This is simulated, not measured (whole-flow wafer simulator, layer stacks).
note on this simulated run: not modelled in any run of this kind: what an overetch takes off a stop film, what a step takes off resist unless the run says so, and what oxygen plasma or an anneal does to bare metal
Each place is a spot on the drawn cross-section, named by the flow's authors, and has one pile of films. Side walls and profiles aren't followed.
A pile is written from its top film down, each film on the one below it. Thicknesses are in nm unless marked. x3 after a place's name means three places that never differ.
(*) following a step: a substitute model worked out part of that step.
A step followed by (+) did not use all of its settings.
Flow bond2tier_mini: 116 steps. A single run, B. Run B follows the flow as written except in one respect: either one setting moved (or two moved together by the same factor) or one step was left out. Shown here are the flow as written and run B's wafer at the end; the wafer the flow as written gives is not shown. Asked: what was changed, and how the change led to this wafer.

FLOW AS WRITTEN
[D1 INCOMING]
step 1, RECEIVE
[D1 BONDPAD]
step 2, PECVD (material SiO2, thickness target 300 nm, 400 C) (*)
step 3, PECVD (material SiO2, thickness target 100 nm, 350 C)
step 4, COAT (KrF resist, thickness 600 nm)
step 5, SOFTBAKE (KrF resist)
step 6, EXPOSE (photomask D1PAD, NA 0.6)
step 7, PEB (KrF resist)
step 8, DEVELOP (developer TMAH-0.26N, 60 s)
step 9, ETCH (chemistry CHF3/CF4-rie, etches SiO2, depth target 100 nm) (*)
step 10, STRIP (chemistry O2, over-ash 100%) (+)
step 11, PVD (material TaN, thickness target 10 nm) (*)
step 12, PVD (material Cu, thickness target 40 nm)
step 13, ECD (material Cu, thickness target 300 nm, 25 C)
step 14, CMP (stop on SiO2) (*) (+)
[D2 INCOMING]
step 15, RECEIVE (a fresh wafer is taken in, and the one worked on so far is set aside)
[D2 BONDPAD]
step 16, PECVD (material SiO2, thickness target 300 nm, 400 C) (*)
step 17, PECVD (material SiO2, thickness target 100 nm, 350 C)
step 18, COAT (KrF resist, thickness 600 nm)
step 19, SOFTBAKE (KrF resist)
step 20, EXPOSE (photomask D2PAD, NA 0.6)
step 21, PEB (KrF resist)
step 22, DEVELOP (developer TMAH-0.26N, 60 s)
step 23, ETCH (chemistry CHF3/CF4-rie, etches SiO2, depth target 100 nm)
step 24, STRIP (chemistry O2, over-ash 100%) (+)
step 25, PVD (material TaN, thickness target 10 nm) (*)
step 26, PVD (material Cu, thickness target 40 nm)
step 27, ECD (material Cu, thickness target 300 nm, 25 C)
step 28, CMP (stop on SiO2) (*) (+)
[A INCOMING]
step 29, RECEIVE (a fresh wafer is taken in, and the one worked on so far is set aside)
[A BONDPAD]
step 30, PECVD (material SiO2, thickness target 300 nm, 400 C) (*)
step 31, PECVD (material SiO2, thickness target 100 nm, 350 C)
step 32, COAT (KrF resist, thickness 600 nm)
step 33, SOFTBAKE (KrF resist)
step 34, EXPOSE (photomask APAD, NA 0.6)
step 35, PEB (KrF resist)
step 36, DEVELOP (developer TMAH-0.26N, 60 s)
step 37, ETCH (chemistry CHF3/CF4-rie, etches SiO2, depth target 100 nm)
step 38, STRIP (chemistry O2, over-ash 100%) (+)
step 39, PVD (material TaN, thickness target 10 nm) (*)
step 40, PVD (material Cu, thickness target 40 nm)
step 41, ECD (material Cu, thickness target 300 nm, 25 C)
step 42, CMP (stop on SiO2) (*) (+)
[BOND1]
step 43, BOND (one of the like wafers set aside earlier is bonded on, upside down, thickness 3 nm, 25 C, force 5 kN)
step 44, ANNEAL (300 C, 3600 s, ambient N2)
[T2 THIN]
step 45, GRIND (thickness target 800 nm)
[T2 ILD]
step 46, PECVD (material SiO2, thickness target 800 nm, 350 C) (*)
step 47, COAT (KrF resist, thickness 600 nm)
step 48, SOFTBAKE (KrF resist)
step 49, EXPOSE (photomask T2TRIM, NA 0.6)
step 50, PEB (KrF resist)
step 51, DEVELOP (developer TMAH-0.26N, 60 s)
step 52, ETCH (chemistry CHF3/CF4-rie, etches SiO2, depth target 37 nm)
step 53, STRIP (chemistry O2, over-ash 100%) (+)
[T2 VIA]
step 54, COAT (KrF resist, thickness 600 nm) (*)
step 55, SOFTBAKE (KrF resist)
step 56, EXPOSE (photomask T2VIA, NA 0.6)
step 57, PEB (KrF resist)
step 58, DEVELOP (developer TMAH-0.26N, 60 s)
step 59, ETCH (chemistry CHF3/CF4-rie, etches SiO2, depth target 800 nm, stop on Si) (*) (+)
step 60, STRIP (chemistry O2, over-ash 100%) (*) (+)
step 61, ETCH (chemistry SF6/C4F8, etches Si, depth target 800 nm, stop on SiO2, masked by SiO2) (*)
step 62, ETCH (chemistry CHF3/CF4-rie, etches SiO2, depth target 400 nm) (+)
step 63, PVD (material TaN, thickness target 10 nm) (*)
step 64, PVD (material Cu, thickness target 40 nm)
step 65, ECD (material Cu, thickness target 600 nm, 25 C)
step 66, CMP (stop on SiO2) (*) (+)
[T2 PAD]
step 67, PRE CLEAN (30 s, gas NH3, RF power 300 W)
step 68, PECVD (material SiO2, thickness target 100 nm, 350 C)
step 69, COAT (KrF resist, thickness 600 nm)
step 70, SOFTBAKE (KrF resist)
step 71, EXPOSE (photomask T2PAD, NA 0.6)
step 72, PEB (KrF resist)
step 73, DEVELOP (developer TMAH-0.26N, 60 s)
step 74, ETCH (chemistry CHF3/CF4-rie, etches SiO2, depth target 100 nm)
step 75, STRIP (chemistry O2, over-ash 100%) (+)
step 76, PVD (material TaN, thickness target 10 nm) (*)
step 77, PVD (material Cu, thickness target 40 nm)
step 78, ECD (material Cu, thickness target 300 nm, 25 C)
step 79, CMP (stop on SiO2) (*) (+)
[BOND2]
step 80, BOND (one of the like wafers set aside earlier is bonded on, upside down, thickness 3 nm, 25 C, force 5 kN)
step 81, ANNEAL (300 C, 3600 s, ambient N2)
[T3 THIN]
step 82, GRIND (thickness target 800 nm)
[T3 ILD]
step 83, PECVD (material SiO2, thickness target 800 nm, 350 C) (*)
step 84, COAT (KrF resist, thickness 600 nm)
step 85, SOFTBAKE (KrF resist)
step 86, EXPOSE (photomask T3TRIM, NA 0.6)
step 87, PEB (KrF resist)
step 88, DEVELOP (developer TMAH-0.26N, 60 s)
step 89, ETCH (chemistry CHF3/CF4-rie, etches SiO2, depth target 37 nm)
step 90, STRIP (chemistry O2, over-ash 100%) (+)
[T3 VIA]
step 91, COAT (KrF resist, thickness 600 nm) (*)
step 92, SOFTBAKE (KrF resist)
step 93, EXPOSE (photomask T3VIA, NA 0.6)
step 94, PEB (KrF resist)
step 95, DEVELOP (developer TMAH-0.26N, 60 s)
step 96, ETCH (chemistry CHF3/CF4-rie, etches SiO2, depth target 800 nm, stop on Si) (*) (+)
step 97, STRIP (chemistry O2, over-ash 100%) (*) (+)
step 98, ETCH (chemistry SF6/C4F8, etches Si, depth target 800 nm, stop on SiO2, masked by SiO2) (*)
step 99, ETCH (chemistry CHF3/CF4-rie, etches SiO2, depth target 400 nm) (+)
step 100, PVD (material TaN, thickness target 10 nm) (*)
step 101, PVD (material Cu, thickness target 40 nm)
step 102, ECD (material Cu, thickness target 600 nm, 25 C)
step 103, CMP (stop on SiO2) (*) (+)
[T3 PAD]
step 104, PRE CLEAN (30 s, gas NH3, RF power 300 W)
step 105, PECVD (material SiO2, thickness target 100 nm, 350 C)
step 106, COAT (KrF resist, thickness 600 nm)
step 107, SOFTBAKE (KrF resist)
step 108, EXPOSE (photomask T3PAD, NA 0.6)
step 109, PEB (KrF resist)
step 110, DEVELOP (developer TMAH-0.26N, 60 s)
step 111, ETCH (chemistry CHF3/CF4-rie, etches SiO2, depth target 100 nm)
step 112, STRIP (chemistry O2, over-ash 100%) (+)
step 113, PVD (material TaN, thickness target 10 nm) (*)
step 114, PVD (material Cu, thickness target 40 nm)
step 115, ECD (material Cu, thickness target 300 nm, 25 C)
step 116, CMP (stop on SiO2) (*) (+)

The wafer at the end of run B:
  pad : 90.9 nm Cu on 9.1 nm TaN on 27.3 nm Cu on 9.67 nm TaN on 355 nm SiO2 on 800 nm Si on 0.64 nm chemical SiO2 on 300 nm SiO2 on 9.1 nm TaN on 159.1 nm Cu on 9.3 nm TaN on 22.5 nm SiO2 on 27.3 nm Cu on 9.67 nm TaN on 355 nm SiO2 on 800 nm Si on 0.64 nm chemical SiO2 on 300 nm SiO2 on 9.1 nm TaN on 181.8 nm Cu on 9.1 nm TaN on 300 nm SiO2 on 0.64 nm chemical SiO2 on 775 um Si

The reason: step 74, ETCH: depth target 77.5 nm was run, though the flow has depth target 100 nm.

The path from the change to this, step by step:
  step 74, ETCH (chemistry CHF3/CF4-rie, etches SiO2, depth target 100 nm)
      pad: SiO2 loses 77.5 (as written it would have been: SiO2 loses 100 (all of it))
      field: KrF resist loses 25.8 (as written it would have been: KrF resist loses 33.3)
  step 77, PVD (material Cu, thickness target 40 nm)
      pad: Cu gains 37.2 (new film) (as written it would have been: Cu gains 36.4 (new film))
  step 78, ECD (material Cu, thickness target 300 nm, 25 C)
      pad: Cu gains 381 (as written it would have been: Cu gains 404.5)
With metal films that touch counted as one body, pad has 4 bodies (between them, from the top down: SiO2 355 / Si 800 / chemical SiO2 0.64 / SiO2 300; SiO2 22.5; SiO2 355 / Si 800 / chemical SiO2 0.64 / SiO2 300); the flow as written gives 3 bodies (between them, from the top down: SiO2 355 / Si 800 / chemical SiO2 0.64 / SiO2 300; SiO2 355 / Si 800 / chemical SiO2 0.64 / SiO2 300).
